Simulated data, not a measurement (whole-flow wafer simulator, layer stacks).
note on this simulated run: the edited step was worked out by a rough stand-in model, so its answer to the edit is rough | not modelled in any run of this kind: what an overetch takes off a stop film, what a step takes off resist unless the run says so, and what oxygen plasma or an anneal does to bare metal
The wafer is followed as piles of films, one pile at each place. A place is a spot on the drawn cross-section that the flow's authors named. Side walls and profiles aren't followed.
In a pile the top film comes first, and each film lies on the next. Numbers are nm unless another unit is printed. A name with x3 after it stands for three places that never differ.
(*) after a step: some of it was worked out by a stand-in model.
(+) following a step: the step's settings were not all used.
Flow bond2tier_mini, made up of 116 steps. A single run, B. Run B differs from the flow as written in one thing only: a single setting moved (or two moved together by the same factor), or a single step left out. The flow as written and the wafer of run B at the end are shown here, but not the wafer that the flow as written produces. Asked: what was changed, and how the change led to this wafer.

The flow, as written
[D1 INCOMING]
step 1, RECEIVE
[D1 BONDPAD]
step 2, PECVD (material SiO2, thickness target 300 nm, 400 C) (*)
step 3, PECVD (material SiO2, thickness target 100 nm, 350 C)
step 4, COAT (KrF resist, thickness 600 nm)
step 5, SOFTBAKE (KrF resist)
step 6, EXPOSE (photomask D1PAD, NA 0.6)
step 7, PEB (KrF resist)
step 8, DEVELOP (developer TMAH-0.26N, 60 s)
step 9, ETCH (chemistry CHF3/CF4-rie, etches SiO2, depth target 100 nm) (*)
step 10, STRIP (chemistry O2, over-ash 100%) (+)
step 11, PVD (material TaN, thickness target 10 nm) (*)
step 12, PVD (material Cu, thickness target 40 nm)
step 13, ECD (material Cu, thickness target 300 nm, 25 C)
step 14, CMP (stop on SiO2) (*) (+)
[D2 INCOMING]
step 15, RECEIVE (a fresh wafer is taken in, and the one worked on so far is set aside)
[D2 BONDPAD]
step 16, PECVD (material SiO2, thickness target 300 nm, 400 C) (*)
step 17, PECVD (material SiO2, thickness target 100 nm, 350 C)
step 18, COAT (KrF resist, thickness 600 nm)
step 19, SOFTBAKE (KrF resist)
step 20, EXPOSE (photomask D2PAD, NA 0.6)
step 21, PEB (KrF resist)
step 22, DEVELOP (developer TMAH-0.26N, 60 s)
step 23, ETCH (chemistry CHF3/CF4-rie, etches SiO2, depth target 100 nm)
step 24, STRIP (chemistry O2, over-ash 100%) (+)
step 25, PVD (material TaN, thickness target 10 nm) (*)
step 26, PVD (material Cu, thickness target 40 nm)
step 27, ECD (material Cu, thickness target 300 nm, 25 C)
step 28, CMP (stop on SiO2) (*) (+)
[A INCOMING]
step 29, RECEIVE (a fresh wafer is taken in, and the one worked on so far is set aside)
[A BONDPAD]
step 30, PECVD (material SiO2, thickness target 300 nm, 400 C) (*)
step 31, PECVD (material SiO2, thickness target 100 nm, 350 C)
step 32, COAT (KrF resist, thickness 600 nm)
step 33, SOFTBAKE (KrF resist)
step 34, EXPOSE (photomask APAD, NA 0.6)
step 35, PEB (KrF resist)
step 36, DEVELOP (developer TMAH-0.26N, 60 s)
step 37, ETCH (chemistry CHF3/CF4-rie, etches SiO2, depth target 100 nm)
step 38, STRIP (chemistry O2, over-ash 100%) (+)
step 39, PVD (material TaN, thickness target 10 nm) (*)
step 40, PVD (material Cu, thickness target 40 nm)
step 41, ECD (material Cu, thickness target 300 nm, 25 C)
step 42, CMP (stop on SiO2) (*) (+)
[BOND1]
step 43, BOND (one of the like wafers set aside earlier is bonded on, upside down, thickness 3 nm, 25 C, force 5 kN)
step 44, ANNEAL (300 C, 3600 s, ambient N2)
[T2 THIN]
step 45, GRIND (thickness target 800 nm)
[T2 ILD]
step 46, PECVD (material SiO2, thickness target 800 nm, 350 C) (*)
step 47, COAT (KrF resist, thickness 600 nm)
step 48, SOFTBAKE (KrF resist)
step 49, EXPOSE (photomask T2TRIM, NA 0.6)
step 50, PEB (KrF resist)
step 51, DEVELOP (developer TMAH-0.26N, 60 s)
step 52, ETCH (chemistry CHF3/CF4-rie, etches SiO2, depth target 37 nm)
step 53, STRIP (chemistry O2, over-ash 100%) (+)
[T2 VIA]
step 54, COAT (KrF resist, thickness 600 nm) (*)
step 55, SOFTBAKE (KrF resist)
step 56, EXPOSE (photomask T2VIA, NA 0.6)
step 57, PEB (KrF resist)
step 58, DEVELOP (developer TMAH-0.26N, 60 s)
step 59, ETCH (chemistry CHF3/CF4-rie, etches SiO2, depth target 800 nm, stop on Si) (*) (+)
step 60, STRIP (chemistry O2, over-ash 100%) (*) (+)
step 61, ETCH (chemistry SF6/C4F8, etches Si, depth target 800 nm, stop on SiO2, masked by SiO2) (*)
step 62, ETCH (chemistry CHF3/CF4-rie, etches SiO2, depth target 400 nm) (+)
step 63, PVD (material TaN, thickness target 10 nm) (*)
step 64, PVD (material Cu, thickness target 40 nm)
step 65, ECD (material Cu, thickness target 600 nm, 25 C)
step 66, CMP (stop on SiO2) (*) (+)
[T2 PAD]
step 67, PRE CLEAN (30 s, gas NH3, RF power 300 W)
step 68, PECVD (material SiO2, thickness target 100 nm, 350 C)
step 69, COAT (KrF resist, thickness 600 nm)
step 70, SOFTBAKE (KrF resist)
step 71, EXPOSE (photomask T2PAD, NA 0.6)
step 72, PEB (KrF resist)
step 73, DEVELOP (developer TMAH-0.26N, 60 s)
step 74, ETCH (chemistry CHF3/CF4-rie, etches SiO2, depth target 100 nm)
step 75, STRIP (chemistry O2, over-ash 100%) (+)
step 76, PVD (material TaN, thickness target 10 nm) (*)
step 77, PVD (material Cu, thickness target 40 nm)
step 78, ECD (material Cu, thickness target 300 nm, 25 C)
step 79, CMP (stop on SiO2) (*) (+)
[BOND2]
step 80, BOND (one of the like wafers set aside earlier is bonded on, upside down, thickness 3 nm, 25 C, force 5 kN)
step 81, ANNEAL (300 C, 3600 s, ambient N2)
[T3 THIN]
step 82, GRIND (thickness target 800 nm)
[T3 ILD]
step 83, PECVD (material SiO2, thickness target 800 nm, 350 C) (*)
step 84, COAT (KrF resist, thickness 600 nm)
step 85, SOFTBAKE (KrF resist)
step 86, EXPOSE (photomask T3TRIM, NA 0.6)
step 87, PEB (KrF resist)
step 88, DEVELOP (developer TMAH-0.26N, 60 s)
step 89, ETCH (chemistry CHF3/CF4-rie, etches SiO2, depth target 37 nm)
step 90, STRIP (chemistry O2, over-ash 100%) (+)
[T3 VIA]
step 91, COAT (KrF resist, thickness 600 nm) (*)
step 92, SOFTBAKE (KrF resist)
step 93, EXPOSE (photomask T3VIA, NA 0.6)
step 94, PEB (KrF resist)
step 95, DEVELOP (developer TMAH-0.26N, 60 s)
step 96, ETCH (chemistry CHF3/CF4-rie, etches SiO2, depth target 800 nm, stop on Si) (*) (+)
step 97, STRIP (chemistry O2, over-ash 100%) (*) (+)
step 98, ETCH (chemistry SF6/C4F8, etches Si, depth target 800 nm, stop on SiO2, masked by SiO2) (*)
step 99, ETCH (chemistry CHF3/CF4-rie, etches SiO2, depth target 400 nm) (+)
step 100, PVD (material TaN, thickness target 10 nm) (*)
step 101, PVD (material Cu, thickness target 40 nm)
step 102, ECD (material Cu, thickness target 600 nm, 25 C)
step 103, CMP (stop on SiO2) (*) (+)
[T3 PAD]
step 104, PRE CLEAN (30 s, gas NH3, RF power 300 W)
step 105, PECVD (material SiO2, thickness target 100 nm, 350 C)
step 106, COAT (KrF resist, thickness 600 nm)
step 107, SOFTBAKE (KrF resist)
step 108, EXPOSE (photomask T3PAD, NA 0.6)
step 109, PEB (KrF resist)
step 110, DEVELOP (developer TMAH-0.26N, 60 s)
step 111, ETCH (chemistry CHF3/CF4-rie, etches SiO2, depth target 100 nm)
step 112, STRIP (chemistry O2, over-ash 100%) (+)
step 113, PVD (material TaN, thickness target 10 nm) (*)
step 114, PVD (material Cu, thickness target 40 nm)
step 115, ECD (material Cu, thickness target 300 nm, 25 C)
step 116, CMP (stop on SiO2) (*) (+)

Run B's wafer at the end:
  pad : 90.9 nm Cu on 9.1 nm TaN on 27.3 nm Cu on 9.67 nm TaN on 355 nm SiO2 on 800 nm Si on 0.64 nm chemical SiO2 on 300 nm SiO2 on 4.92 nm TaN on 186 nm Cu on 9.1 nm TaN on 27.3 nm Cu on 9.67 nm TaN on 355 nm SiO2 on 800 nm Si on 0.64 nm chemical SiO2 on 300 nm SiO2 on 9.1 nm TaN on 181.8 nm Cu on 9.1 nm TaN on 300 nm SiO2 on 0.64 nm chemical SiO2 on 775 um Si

The reason: step 25, PVD: thickness target 5.4 nm was run, while the flow as written has thickness target 10 nm.

How this came from the change, step by step:
  step 25, PVD (material TaN, thickness target 10 nm) (*)
      field: +5.4 TaN (new film) (it would be, as written: +10 TaN (new film))
      pad: +4.92 TaN (new film) (it would be, as written: +9.1 TaN (new film))
      (also at 1 further place)
  step 28, CMP (stop on SiO2) (*) (+)
      field: -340 Cu (all of it), -5.4 TaN (all of it) (it would be, as written: -340 Cu (all of it), -10 TaN (all of it))
  step 80, BOND (one of the like wafers set aside earlier is bonded on, upside down, thickness 3 nm, 25 C, force 5 kN)
      pad: +775 um Si (new film), +0.64 chemical SiO2 (new film), +300 SiO2 (new film), +4.92 TaN (new film), +95.1 Cu (it would be, as written: +775 um Si (new film), +0.64 chemical SiO2 (new film), +300 SiO2 (new film), +9.1 TaN (new film), +90.9 Cu)
